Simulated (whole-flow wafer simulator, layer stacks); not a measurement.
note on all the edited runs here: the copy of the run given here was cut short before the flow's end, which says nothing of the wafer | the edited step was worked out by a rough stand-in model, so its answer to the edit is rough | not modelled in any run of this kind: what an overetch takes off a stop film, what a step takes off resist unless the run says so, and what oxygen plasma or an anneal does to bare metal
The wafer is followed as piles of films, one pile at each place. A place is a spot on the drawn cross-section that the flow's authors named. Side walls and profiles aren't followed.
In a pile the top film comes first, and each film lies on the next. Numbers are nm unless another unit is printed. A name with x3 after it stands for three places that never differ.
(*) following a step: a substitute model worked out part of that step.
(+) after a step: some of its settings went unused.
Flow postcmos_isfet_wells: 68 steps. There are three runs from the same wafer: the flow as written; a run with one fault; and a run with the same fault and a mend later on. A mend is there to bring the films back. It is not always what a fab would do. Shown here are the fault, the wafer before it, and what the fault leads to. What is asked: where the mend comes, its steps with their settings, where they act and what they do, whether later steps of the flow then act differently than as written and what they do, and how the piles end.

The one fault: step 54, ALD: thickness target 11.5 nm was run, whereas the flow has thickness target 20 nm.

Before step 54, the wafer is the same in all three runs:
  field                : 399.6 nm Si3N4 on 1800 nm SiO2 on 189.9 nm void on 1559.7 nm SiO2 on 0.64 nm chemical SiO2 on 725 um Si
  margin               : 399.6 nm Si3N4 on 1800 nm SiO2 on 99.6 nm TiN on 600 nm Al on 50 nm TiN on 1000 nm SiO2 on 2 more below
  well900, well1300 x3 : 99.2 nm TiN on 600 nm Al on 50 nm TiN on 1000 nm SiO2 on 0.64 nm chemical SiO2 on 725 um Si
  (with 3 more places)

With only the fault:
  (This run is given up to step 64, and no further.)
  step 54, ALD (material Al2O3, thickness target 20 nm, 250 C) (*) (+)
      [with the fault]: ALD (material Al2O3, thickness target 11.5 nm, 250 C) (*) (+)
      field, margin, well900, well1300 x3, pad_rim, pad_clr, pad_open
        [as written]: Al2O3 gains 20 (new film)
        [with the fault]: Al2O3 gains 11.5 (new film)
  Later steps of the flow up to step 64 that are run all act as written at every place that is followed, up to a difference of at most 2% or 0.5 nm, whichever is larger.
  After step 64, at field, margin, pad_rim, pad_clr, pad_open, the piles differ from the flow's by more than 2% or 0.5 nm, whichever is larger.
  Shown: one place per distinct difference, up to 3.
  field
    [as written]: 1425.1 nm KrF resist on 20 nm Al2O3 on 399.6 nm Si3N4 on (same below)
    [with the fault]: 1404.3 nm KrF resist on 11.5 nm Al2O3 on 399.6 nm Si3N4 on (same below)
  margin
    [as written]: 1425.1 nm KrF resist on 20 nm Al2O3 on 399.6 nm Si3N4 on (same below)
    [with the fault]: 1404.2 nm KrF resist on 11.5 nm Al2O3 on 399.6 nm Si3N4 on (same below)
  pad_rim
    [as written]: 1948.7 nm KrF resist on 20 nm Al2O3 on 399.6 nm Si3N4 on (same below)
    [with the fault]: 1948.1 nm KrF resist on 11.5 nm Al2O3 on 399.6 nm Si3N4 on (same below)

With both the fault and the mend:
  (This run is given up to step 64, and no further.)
  The mend stands after step 54.
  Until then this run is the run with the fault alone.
  step 54a, ALD (material Al2O3, thickness target 8.5 nm, 250 C) (*) (+) (a further turn of the flow's step 54, with different settings)
      field, margin, well900, well1300 x3, pad_rim, pad_clr, pad_open
        Al2O3 gains 8.5
  Later steps of the flow up to step 64 that are run all act as written at every place that is followed.
  At every place that both follow, the piles after step 64 match the flow's.
